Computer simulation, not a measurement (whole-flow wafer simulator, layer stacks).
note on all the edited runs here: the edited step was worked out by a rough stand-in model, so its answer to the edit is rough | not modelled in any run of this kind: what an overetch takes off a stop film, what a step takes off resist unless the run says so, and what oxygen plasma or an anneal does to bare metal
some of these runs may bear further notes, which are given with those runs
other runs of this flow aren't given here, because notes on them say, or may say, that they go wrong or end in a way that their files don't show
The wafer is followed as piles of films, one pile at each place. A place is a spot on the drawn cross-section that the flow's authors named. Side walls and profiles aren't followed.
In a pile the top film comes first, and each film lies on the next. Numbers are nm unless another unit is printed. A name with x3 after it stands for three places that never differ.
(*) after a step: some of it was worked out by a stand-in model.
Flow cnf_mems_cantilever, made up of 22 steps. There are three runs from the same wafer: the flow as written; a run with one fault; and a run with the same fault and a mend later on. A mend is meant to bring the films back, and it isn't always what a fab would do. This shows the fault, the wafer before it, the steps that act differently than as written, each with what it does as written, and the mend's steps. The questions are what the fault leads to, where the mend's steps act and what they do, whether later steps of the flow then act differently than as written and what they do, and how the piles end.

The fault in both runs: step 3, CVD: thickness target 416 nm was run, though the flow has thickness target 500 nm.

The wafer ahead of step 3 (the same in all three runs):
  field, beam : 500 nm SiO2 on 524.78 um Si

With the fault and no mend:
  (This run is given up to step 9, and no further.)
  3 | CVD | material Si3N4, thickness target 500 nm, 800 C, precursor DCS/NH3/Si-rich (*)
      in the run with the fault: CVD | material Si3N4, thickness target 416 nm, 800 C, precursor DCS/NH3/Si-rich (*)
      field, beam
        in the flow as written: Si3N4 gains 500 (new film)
        in the run with the fault: Si3N4 gains 416 (new film)
  Every later step of the flow up to step 9 that is run acts as written at every place that is followed.
  Once step 9 is done, the piles at field, beam depart from the flow's by more than 2% or 0.5 nm, whichever is larger.
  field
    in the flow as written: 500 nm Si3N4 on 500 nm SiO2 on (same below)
    in the run with the fault: 416 nm Si3N4 on 500 nm SiO2 on (same below)
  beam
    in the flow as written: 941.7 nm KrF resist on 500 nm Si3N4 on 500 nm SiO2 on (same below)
    in the run with the fault: 941.7 nm KrF resist on 416 nm Si3N4 on 500 nm SiO2 on (same below)

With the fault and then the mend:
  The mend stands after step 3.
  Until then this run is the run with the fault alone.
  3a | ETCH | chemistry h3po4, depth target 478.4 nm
      field, beam
        Si3N4 loses 416 (all of it)
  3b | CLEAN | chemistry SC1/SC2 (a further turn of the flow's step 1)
      leaves every film unchanged at each place that is followed
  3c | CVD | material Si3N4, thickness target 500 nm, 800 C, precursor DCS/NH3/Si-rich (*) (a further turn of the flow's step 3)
      field, beam
        Si3N4 gains 500 (new film)
  Every later step of the flow that is run acts as written at every place that is followed.
  At every place that both follow, the piles at the end match the flow's.
